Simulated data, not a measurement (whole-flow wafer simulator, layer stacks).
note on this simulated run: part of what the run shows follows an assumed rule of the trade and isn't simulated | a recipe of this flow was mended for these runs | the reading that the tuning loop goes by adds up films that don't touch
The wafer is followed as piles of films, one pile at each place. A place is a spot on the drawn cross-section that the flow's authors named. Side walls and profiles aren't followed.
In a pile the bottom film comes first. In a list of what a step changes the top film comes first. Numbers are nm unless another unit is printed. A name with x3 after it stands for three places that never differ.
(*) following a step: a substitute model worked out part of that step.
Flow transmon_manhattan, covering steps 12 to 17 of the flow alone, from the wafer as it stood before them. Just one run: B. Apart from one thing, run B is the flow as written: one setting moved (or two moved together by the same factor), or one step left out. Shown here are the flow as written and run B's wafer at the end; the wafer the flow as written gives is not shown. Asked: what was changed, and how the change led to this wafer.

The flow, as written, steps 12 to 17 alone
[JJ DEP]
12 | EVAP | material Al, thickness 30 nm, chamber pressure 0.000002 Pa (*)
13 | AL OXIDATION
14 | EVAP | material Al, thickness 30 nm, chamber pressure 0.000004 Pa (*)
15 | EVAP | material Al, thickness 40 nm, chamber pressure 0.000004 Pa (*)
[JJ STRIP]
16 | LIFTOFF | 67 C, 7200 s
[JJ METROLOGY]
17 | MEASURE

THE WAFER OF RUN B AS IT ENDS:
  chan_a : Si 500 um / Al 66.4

Cause: step 15, EVAP: thickness 36.4 nm was run, though the flow has thickness 40 nm.

Step by step, how the change led to this:
  15 | EVAP | material Al, thickness 40 nm, chamber pressure 0.000004 Pa (*)
      field, chan_a: +36.4 Al (in the flow as written it would be: +40 Al)
  16 | LIFTOFF | 67 C, 7200 s
      field: -66.4 Al (all of it), -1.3 Al2O3 (all of it), -29.2 Al (all of it), -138 e-beam-resist (all of it), -500 copolymer-underlayer (all of it) (in the flow as written it would be: -70 Al (all of it), -1.3 Al2O3 (all of it), -29.2 Al (all of it), -138 e-beam-resist (all of it), -500 copolymer-underlayer (all of it))
